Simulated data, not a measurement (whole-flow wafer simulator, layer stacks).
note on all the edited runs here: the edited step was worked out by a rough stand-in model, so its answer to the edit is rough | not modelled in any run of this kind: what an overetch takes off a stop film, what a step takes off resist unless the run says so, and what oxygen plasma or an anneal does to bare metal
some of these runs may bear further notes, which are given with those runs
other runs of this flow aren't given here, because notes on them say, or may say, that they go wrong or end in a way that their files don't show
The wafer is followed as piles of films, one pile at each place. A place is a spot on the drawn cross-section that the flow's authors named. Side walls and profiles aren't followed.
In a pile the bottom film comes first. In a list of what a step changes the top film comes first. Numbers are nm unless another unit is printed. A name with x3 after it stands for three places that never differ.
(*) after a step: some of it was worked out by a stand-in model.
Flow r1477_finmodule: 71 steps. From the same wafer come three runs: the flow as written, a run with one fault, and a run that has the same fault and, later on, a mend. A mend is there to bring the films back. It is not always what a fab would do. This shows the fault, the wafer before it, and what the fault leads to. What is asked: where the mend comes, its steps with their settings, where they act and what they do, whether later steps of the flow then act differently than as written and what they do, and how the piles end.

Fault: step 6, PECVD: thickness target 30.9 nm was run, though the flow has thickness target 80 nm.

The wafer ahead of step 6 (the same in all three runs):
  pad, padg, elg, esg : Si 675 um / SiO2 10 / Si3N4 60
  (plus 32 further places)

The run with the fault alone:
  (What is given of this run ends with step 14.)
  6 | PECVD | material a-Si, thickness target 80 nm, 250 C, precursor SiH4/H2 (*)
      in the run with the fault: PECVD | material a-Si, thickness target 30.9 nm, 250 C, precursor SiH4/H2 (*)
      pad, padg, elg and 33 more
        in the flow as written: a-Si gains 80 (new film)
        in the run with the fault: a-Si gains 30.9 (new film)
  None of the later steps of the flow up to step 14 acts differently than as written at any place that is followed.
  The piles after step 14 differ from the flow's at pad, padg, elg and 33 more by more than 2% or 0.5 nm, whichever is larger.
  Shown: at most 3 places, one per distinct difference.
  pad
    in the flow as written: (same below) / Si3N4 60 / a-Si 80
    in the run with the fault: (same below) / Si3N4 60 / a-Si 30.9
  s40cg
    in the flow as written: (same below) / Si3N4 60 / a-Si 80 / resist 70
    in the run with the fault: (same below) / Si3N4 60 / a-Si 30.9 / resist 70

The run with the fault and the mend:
  The mend stands after step 7.
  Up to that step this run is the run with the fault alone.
  7a | ETCH | chemistry tmah, depth target 35.53 nm
      pad, padg, elg and 33 more
        a-Si loses 30.9 (all of it)
  7b | PECVD | material a-Si, thickness target 80 nm, 250 C, precursor SiH4/H2 (*) (the flow's step 6 again)
      pad, padg, elg and 33 more
        a-Si gains 80 (new film)
  None of the later steps of the flow acts differently than as written at any place that is followed.
  At every place that both follow, the piles at the end match the flow's.
